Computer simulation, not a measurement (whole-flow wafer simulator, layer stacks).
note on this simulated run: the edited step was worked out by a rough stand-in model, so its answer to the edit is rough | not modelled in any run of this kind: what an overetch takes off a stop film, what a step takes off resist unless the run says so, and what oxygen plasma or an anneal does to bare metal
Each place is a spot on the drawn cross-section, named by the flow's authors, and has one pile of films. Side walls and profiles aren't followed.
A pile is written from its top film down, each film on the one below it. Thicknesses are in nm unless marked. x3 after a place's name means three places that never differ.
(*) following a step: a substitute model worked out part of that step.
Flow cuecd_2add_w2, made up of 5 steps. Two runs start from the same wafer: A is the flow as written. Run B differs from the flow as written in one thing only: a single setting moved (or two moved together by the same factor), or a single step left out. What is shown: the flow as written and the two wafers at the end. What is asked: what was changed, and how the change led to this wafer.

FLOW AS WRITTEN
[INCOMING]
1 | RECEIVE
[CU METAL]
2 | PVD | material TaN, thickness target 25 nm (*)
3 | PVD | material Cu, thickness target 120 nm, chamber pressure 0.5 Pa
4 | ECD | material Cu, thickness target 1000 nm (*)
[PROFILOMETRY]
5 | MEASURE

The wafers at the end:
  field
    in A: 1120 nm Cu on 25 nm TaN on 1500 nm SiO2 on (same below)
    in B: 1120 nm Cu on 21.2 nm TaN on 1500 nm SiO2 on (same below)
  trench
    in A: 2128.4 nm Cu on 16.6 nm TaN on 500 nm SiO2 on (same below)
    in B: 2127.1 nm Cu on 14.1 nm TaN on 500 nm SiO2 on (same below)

The reason: step 2, PVD: thickness target 21.2 nm was run, whereas the flow has thickness target 25 nm.
The wafer itself shows it: field has TaN 21.2, and step 2 as written asks for 25 nm.

The path from the change to this, step by step:
  2 | PVD | material TaN, thickness target 25 nm (*)
      field: A +25 TaN (new film) | B +21.2 TaN (new film)
      trench: A +16.6 TaN (new film) | B +14.1 TaN (new film)
